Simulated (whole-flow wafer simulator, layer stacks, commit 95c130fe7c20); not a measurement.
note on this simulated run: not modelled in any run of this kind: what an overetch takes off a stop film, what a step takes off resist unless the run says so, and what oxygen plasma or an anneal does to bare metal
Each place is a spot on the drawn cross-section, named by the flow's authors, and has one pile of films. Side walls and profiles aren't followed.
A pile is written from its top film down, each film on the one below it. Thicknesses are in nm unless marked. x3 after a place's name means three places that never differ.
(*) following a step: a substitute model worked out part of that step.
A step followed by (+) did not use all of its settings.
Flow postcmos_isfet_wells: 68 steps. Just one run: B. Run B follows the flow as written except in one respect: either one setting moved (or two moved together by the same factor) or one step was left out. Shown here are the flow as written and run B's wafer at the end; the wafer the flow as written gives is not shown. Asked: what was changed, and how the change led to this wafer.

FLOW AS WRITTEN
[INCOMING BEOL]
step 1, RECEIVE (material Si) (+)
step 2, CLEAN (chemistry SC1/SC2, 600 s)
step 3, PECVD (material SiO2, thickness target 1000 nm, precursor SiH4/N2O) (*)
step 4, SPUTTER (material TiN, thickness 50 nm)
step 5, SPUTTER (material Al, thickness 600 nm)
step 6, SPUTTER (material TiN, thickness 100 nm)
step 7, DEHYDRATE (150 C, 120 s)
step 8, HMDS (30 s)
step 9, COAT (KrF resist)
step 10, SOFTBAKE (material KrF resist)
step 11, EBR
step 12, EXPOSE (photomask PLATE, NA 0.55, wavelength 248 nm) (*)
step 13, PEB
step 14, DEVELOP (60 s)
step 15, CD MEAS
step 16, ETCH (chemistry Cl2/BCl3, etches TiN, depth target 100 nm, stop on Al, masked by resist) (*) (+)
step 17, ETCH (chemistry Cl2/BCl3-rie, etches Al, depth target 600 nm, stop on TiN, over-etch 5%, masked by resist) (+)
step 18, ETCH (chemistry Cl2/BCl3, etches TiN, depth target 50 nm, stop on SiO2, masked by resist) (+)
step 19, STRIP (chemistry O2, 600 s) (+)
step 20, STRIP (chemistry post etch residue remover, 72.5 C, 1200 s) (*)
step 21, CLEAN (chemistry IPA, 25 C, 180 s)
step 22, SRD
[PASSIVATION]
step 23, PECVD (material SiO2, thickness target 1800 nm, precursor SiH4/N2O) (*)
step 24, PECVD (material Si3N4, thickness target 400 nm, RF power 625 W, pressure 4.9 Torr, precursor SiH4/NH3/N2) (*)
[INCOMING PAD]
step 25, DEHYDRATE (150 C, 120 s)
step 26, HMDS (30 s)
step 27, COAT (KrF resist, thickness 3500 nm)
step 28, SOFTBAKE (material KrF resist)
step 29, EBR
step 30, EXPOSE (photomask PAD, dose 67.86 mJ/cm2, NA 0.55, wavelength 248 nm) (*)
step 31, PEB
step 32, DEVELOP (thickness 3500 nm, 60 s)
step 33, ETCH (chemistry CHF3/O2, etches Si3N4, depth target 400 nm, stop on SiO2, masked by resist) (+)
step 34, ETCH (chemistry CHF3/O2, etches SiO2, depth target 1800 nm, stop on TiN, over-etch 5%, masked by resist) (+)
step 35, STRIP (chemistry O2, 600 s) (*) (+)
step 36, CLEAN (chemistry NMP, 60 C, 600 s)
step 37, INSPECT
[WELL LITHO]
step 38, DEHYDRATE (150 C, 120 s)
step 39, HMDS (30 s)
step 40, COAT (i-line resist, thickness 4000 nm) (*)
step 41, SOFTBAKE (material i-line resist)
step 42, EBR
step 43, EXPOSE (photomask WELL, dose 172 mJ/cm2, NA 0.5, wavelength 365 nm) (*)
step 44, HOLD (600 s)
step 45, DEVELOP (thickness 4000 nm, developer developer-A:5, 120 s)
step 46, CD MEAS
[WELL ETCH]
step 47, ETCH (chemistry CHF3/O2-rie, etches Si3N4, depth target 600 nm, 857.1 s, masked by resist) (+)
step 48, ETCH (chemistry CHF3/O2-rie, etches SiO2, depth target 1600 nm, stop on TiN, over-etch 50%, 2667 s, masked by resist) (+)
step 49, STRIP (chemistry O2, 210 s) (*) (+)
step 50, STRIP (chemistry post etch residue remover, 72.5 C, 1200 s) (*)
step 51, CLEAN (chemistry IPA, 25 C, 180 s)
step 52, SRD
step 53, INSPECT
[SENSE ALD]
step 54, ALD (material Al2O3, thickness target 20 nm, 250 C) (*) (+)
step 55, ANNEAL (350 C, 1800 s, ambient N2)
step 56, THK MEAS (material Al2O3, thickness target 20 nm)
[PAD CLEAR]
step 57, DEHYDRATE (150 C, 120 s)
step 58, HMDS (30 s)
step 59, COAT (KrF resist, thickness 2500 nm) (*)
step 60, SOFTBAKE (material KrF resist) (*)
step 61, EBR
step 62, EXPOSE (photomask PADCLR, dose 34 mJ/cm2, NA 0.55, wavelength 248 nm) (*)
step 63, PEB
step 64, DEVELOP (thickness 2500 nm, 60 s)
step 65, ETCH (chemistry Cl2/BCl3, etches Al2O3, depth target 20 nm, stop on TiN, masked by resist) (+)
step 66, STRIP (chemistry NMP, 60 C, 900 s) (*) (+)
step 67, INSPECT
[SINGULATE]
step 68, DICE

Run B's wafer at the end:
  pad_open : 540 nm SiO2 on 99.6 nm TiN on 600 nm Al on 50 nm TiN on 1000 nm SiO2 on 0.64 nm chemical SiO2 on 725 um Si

Cause: step 34, ETCH: depth target 1260 nm was run, whereas the flow has depth target 1800 nm.

The path from the change to this, step by step:
  step 34, ETCH (chemistry CHF3/O2, etches SiO2, depth target 1800 nm, stop on TiN, over-etch 5%, masked by resist) (+)
      pad_open: SiO2 loses 1260 (in the flow as written it would be: SiO2 loses 1800 (all of it))
      field, margin, well900, well1300 x3, pad_rim, pad_clr: KrF resist loses 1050 (in the flow as written it would be: KrF resist loses 1500)
  step 35, STRIP (chemistry O2, 600 s) (*) (+)
      field, margin, well900, well1300 x3, pad_rim, pad_clr: KrF resist loses 2088.4 (all of it) (in the flow as written it would be: KrF resist loses 1638.4 (all of it))
  step 40, COAT (i-line resist, thickness 4000 nm) (*)
      pad_clr: i-line resist gains 3427.9 (new film) (in the flow as written it would be: i-line resist gains 3256.8 (new film))
      pad_open: i-line resist gains 4610.1 (new film) (in the flow as written it would be: i-line resist gains 4804.7 (new film))
  step 41, SOFTBAKE (material i-line resist)
      pad_clr: i-line resist loses 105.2 (in the flow as written it would be: i-line resist loses 156.7)
      pad_open: i-line resist gains 90.3 (in the flow as written it would be: i-line resist gains 115.3)
  step 49, STRIP (chemistry O2, 210 s) (*) (+)
      pad_clr: i-line resist loses 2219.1 (all of it) (in the flow as written it would be: i-line resist loses 1996.5 (all of it))
      pad_open: i-line resist loses 3596.7 (all of it) (in the flow as written it would be: i-line resist loses 3816.3 (all of it))
  step 59, COAT (KrF resist, thickness 2500 nm) (*)
      pad_rim: KrF resist gains 2102.7 (new film) (in the flow as written it would be: KrF resist gains 1976.4 (new film))
      pad_clr: KrF resist gains 1877.9 (new film) (in the flow as written it would be: KrF resist gains 1691.6 (new film))
      (as well as at 1 more place)
  step 60, SOFTBAKE (material KrF resist) (*)
      pad_rim: KrF resist loses 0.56 (in the flow as written it would be: nothing)
      pad_clr: KrF resist loses 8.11 (in the flow as written it would be: KrF resist loses 9.57)
  step 64, DEVELOP (thickness 2500 nm, 60 s)
      pad_clr: KrF resist loses 1869.8 (all of it) (in the flow as written it would be: KrF resist loses 1682 (all of it))
      pad_open: KrF resist loses 2927.8 (all of it) (in the flow as written it would be: KrF resist loses 3067.2 (all of it))
  step 66, STRIP (chemistry NMP, 60 C, 900 s) (*) (+)
      pad_rim: KrF resist loses 2063.4 (all of it) (in the flow as written it would be: KrF resist loses 1937.7 (all of it))
